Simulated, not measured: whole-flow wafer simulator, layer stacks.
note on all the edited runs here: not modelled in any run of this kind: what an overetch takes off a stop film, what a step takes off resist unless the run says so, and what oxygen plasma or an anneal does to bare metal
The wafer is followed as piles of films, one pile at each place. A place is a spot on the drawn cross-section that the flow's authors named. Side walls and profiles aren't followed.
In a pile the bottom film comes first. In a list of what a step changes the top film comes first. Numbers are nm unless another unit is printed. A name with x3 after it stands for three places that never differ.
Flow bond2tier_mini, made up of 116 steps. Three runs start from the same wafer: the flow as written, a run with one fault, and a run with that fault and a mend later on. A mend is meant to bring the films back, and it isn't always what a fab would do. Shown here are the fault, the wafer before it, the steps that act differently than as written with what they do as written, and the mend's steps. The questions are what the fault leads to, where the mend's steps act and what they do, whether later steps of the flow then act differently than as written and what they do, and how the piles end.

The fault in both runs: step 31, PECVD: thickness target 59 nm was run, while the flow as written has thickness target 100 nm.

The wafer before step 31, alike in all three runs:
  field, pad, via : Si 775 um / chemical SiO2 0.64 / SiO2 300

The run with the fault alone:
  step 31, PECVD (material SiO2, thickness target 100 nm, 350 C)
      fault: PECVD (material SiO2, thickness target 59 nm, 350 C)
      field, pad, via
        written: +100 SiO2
        fault: +59 SiO2
  Later steps of the flow that are run all act as written at every place that is followed.
  At field, pad, the piles at the end differ from the flow's by more than 2% or 0.5 nm, whichever is larger.
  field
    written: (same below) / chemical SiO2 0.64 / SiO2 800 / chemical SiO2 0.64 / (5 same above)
    fault: (same below) / chemical SiO2 0.64 / SiO2 759 / chemical SiO2 0.64 / (5 same above)
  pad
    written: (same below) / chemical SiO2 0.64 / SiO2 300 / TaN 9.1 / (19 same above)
    fault: (same below) / chemical SiO2 0.64 / SiO2 259 / TaN 9.1 / (19 same above)

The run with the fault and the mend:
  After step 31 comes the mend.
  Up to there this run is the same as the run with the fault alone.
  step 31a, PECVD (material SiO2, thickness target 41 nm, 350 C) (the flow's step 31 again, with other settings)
      field, pad, via
        +41 SiO2
  Later steps of the flow that are run all act as written at every place that is followed.
  The piles end the same as the flow's at every place that both follow.
